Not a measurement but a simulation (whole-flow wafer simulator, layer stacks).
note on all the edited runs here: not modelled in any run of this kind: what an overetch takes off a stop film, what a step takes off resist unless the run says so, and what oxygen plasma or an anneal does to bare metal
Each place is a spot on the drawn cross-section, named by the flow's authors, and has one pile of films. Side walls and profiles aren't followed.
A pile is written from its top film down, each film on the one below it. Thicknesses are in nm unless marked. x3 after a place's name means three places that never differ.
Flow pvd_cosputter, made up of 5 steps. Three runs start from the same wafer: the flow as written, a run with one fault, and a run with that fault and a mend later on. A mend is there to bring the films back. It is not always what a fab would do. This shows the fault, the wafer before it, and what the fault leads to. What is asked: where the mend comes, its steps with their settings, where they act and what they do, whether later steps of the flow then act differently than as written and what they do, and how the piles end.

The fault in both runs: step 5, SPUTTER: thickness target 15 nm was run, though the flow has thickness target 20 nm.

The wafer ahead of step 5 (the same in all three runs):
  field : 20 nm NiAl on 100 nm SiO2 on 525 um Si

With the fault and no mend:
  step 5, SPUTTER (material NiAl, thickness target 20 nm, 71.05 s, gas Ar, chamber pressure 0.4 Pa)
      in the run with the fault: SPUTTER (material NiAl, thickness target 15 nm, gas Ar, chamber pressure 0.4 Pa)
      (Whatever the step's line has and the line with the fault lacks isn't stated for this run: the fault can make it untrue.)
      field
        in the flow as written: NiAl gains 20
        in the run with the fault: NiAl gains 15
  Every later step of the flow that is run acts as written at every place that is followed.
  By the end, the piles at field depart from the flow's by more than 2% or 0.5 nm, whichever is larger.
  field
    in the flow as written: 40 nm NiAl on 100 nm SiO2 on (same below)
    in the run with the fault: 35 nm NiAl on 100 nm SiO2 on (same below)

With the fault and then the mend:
  The mend follows step 5.
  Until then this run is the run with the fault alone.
  step 5a, SPUTTER (material NiAl, thickness target 5 nm, gas Ar, chamber pressure 0.4 Pa) (the flow's step 5, run once more with other settings)
      field
        NiAl gains 5
  Every later step of the flow that is run acts as written at every place that is followed.
  At every place that both follow, the piles at the end match the flow's.
